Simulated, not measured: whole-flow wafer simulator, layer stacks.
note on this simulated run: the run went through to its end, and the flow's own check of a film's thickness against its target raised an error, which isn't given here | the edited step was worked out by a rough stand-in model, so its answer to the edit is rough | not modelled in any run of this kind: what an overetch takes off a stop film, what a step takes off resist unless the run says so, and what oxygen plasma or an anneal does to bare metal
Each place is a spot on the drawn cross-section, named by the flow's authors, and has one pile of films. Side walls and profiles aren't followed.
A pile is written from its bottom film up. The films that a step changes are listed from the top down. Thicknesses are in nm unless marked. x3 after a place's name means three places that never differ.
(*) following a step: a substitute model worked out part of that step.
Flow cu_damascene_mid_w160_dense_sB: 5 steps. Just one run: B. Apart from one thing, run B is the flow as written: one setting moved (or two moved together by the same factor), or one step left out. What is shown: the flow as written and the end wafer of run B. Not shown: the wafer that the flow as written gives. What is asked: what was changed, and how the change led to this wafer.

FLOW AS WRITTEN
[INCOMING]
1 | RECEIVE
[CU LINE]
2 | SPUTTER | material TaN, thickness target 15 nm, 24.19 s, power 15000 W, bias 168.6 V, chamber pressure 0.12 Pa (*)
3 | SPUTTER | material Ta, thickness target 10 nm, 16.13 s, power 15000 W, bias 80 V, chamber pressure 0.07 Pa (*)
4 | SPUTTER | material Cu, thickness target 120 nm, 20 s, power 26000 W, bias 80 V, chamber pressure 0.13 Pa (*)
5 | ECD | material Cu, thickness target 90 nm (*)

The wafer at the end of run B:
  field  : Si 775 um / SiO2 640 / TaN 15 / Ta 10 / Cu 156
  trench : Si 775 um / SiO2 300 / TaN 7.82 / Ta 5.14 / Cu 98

What caused this: step 5, ECD: thickness target 36 nm was run, while the flow as written has thickness target 90 nm.

Step by step, how the change led to this:
  5 | ECD | material Cu, thickness target 90 nm (*)
      field: +36 Cu (as written it would have been: +90 Cu)
      trench: +36 Cu (as written it would have been: +500 Cu)
